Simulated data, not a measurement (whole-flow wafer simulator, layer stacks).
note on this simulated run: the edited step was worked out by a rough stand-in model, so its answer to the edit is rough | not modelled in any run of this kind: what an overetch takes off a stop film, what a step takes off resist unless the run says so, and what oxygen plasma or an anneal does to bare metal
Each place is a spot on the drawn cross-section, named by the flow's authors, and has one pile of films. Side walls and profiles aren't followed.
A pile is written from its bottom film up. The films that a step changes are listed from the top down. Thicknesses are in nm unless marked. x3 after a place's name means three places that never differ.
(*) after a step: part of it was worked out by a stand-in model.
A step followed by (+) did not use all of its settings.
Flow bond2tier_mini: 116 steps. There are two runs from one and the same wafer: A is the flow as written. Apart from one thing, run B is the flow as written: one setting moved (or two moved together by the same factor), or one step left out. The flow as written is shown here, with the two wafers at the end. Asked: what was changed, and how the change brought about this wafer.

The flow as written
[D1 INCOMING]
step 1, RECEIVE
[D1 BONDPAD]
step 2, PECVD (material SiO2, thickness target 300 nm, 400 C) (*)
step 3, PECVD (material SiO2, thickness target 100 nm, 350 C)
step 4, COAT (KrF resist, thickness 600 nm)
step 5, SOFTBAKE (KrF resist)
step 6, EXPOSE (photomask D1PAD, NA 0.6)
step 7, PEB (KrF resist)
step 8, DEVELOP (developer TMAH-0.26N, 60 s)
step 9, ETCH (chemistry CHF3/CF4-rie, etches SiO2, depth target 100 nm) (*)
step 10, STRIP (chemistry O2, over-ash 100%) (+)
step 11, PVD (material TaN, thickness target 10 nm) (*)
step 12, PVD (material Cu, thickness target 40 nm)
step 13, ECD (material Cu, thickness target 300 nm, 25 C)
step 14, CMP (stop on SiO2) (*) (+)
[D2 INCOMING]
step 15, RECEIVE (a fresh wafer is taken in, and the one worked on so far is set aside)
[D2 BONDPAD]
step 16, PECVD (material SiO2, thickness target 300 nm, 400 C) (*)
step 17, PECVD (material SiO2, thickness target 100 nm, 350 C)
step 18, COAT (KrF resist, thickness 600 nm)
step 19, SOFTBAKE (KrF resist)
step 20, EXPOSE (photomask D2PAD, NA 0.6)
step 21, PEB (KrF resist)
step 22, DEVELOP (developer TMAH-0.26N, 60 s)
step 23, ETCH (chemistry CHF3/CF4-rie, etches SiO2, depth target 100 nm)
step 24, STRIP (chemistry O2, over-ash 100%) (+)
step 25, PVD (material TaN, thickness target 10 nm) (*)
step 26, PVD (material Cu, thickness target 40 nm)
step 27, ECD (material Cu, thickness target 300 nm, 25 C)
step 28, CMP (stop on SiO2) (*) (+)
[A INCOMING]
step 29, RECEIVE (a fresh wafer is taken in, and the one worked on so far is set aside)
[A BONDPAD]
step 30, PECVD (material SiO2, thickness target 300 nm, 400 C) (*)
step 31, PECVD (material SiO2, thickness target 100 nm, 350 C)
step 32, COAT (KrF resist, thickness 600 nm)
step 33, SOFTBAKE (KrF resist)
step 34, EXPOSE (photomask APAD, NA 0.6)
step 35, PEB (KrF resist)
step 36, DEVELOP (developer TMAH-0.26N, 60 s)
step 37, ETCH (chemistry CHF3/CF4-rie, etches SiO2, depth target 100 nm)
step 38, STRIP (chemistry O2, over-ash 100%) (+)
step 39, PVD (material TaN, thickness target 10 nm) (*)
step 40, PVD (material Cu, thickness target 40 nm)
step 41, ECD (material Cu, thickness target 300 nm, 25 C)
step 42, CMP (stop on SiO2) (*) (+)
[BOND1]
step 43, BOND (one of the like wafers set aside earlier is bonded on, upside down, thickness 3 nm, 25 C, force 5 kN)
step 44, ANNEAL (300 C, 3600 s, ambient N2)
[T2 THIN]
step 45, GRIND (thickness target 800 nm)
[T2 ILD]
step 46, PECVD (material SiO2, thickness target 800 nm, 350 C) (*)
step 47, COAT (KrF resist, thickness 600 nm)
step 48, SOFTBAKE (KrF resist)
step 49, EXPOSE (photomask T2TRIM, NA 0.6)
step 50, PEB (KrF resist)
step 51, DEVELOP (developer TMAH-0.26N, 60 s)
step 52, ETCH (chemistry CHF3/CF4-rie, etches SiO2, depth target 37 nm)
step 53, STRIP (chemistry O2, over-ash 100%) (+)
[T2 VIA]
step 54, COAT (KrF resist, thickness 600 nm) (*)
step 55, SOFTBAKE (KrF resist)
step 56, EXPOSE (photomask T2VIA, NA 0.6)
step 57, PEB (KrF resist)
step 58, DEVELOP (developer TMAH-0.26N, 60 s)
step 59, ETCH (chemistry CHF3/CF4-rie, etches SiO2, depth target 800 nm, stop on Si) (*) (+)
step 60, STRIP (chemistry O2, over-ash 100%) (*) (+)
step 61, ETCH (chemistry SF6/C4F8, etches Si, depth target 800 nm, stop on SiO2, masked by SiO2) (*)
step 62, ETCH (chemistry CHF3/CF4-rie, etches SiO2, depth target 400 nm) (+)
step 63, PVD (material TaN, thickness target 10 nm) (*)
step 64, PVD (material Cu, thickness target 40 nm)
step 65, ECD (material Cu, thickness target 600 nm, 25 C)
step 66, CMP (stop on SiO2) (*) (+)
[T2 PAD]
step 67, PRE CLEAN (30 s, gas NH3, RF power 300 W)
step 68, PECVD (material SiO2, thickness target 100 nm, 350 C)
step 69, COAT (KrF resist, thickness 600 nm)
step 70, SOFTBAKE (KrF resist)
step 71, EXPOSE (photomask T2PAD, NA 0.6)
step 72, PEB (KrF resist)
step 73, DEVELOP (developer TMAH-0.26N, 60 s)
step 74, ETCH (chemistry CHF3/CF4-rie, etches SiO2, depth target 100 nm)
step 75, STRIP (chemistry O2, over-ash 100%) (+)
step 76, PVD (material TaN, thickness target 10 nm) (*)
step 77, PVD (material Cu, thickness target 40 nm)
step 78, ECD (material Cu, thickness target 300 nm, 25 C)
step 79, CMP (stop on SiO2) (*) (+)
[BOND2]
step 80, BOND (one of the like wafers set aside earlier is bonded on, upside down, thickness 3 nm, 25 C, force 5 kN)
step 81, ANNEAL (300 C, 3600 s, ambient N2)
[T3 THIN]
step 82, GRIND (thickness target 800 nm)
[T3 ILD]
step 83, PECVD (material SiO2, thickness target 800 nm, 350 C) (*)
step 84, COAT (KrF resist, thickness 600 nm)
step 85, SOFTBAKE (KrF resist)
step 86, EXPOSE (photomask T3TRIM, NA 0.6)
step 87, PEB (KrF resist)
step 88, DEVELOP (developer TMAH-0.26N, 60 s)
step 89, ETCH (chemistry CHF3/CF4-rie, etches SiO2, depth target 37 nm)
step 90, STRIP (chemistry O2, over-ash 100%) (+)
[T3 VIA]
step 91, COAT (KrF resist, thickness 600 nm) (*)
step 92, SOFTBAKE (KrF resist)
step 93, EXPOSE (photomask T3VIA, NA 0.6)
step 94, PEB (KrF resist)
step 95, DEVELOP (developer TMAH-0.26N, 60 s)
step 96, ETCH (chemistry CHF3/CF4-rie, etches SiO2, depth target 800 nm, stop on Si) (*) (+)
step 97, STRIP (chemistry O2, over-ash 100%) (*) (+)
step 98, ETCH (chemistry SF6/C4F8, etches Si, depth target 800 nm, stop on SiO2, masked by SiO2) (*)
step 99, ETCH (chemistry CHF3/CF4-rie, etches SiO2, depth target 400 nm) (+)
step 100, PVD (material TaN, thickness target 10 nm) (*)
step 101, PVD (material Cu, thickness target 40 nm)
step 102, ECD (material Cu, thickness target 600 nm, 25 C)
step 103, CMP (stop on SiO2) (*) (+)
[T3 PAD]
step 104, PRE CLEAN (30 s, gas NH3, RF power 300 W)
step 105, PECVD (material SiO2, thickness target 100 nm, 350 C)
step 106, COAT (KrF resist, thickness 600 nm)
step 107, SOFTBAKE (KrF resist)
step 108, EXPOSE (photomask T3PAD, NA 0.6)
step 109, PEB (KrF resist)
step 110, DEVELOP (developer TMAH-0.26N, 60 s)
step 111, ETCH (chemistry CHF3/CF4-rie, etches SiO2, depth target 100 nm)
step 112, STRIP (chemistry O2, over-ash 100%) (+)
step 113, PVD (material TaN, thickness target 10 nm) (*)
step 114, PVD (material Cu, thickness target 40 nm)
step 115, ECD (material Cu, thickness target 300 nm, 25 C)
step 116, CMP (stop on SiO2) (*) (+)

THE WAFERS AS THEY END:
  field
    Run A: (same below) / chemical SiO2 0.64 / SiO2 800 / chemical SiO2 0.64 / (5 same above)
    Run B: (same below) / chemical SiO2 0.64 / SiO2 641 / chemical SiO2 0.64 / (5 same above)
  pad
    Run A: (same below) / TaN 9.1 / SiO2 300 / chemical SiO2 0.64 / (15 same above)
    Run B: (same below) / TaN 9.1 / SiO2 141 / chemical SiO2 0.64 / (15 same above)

What caused this: step 2, PECVD: thickness target 141 nm was run, though the flow has thickness target 300 nm.
The wafer lets one read it off: pad has SiO2 141, and step 2 as written asks for 300 nm.

The path from the change to this, step by step:
  step 2, PECVD (material SiO2, thickness target 300 nm, 400 C) (*)
      field, pad, via: A SiO2 gains 300 (new film) | B SiO2 gains 141 (new film)
  step 43, BOND (one of the like wafers set aside earlier is bonded on, upside down, thickness 3 nm, 25 C, force 5 kN)
      field: A Si gains 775 um (new film), chemical SiO2 gains 0.64 (new film), SiO2 gains 400 | B Si gains 775 um (new film), chemical SiO2 gains 0.64 (new film), SiO2 gains 241
      pad: A Si gains 775 um (new film), chemical SiO2 gains 0.64 (new film), SiO2 gains 300 (new film), TaN gains 9.1 (new film), Cu gains 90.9 | B Si gains 775 um (new film), chemical SiO2 gains 0.64 (new film), SiO2 gains 141 (new film), TaN gains 9.1 (new film), Cu gains 90.9
      (also at 1 further place)
